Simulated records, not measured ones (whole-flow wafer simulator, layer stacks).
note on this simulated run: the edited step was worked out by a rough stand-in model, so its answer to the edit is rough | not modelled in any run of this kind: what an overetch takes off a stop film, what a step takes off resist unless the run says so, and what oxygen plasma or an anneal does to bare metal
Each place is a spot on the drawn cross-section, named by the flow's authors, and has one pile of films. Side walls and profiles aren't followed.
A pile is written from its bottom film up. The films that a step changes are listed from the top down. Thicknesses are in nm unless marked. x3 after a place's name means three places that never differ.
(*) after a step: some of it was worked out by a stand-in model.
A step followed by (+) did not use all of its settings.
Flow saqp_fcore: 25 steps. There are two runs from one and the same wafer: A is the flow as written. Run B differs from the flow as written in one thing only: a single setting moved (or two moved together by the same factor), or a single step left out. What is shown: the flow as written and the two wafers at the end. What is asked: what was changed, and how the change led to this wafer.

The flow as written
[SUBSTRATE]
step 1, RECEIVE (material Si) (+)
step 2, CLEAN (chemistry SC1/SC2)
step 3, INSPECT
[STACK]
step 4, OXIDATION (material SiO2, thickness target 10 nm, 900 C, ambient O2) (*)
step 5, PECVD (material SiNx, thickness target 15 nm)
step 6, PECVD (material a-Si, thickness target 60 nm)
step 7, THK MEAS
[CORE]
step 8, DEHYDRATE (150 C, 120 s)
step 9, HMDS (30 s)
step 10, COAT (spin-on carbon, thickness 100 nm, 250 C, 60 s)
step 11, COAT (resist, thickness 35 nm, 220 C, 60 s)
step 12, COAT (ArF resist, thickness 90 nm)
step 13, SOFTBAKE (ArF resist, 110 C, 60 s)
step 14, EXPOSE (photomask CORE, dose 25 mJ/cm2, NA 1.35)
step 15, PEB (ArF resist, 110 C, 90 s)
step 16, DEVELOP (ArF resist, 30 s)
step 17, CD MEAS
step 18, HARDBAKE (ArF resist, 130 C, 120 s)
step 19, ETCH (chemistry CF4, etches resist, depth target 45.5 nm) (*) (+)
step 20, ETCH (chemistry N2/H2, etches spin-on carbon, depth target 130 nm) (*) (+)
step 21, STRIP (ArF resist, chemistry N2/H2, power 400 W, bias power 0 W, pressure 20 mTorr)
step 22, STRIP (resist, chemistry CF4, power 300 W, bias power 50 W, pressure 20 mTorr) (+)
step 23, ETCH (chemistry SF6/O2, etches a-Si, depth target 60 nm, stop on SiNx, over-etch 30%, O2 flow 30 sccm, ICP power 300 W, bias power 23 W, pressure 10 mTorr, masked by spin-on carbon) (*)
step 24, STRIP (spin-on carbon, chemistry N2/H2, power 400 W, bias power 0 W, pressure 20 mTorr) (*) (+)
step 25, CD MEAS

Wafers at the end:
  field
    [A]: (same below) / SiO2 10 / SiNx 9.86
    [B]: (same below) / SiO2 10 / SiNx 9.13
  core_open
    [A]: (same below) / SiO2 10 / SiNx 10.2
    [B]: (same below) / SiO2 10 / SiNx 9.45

What caused this: step 23, ETCH: depth target 64.5 nm was run, whereas the flow has depth target 60 nm.

The path from the change to this, step by step:
  step 23, ETCH (chemistry SF6/O2, etches a-Si, depth target 60 nm, stop on SiNx, over-etch 30%, O2 flow 30 sccm, ICP power 300 W, bias power 23 W, pressure 10 mTorr, masked by spin-on carbon) (*)
      field: A -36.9 a-Si (all of it), -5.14 SiNx | B -36.9 a-Si (all of it), -5.87 SiNx
      core_open: A -39.4 a-Si (all of it), -4.82 SiNx | B -39.4 a-Si (all of it), -5.55 SiNx
